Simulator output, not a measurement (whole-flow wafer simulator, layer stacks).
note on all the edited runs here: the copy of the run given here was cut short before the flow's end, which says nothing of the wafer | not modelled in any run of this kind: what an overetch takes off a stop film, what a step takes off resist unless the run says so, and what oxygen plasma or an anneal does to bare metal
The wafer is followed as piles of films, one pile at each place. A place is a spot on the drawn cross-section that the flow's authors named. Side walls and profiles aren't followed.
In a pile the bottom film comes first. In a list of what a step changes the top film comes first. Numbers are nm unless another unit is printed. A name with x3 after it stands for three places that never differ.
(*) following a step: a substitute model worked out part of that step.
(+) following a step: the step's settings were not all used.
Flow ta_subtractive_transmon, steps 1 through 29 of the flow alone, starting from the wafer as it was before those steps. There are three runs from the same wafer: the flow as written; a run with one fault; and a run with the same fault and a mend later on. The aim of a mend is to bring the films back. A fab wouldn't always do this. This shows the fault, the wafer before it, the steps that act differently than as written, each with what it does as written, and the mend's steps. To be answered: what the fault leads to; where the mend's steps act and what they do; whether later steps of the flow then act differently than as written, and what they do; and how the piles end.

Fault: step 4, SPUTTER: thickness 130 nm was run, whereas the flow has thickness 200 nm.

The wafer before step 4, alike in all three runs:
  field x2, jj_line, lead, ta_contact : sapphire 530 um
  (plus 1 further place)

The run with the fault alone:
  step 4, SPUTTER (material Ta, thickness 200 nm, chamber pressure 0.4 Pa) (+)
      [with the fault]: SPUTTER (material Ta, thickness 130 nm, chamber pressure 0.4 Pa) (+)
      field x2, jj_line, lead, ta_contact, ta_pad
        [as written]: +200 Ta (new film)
        [with the fault]: +130 Ta (new film)
  Later steps of the flow acting differently than as written:
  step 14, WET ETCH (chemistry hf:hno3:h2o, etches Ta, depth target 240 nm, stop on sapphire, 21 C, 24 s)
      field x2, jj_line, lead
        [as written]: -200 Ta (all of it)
        [with the fault]: -130 Ta (all of it)
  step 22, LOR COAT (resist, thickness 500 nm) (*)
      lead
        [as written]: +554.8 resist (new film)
        [with the fault]: +536.5 resist (new film)
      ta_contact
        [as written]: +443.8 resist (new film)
        [with the fault]: +462.3 resist (new film)
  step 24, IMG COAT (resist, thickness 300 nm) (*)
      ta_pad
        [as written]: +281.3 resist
        [with the fault]: +287.7 resist
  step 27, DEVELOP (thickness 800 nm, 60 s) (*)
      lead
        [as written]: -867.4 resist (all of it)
        [with the fault]: -844.7 resist (all of it)
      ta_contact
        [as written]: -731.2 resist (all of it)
        [with the fault]: -754.3 resist (all of it)
  At ta_contact, ta_pad, the piles at the end differ from the flow's by more than 2% or 0.5 nm, whichever is larger.
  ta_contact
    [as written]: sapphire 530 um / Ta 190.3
    [with the fault]: sapphire 530 um / Ta 120.3
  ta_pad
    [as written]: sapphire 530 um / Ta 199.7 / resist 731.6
    [with the fault]: sapphire 530 um / Ta 129.7 / resist 742.7

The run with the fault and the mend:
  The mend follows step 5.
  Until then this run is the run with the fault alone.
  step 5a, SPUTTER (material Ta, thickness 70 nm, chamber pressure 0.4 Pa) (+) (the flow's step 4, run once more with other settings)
      field x2, jj_line, lead, ta_contact, ta_pad
        +70 Ta
  Every later step of the flow that is run acts as written at every place that is followed.
  The piles end the same as the flow's at every place that both follow.
